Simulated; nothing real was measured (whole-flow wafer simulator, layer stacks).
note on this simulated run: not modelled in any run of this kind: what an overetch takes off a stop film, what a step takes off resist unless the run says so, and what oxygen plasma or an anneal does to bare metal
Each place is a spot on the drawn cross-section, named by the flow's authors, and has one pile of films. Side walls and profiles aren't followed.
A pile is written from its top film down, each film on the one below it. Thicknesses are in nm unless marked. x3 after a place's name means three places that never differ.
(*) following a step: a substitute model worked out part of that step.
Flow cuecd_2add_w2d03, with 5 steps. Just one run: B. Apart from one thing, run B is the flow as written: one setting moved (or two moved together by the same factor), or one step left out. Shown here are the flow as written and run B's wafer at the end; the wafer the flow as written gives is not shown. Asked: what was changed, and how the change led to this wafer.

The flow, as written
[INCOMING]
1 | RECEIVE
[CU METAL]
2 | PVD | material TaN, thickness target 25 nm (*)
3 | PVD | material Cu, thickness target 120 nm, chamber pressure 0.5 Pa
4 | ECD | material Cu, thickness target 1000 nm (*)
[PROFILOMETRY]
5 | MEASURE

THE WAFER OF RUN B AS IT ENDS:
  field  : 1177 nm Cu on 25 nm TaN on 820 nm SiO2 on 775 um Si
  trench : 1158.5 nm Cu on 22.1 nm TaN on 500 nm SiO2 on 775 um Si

Cause: step 3, PVD: thickness target 177 nm was run, though the flow has thickness target 120 nm.

Step by step, how the change led to this:
  3 | PVD | material Cu, thickness target 120 nm, chamber pressure 0.5 Pa
      field: Cu gains 177 (new film) (in the flow as written it would be: Cu gains 120 (new film))
      trench: Cu gains 158.5 (new film) (in the flow as written it would be: Cu gains 107.2 (new film))
